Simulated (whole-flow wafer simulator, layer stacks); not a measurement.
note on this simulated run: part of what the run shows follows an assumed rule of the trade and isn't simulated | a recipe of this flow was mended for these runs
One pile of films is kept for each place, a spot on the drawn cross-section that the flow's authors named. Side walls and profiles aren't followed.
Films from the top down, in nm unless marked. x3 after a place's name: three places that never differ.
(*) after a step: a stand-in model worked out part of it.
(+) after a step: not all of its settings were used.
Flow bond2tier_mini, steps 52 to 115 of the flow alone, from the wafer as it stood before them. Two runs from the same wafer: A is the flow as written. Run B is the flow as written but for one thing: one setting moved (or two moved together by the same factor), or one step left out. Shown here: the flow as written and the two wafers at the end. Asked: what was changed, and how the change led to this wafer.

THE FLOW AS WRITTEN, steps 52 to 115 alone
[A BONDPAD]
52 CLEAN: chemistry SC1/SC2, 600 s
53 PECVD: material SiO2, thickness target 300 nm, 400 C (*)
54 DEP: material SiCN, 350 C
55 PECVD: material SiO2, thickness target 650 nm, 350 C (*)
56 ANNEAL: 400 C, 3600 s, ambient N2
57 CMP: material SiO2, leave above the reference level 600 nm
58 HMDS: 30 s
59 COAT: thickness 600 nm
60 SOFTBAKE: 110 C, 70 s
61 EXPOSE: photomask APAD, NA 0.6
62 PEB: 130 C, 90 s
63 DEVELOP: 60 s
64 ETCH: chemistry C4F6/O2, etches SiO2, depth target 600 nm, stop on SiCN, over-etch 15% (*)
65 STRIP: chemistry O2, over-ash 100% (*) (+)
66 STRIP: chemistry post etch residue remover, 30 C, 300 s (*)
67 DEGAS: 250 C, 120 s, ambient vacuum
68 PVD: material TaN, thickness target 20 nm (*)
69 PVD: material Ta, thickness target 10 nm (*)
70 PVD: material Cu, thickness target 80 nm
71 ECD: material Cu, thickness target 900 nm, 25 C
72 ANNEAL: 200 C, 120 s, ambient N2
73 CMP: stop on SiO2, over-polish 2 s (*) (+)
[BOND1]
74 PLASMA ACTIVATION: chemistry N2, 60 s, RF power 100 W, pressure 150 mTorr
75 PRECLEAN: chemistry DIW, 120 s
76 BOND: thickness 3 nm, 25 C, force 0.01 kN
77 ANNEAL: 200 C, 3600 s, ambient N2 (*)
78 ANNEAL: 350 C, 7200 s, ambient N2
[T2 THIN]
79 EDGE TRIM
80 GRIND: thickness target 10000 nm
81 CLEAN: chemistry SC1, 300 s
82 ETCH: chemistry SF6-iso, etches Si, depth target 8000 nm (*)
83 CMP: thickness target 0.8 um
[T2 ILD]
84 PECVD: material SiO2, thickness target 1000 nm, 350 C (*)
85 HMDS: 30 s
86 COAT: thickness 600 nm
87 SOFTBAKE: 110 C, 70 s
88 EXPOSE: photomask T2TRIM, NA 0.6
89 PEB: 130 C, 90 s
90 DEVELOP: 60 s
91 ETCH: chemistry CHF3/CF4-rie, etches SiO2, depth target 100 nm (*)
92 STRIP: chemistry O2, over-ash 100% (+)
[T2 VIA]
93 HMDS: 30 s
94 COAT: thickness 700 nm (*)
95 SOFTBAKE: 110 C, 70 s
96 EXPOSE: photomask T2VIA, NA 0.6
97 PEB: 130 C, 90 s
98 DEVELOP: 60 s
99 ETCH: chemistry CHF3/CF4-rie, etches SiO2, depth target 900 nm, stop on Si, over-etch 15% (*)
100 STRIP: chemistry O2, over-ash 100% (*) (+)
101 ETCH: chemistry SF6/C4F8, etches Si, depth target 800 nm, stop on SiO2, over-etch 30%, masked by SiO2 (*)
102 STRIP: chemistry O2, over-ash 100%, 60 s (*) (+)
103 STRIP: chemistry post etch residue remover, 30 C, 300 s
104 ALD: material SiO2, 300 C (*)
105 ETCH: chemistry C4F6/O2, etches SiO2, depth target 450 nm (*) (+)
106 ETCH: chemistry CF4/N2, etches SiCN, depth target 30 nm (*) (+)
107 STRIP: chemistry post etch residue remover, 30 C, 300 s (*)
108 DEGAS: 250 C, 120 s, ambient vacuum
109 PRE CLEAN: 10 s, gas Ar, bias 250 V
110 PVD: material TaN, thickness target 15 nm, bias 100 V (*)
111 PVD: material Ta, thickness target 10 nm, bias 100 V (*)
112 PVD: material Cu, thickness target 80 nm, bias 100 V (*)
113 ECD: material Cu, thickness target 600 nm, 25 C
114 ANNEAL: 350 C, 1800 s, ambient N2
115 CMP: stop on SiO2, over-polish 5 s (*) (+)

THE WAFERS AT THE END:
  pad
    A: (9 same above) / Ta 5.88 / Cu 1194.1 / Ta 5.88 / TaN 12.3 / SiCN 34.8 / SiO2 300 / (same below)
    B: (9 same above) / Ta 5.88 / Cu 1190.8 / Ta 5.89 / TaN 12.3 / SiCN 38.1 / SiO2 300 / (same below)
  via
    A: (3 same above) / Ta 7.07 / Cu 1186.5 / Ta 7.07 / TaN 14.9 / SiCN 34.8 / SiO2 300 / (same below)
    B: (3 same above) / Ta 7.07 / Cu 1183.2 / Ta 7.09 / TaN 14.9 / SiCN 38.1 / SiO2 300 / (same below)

The cause: step 64, ETCH: over-etch 11.8% was run, where the flow has over-etch 15%.

How the change led to this, step by step:
  64 ETCH: chemistry C4F6/O2, etches SiO2, depth target 600 nm, stop on SiCN, over-etch 15% (*)
      pad, via: A SiO2 -600 (all of it), SiCN -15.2 | B SiO2 -600 (all of it), SiCN -11.9
      field: A thick-KrF-resist -115 | B thick-KrF-resist -111.8
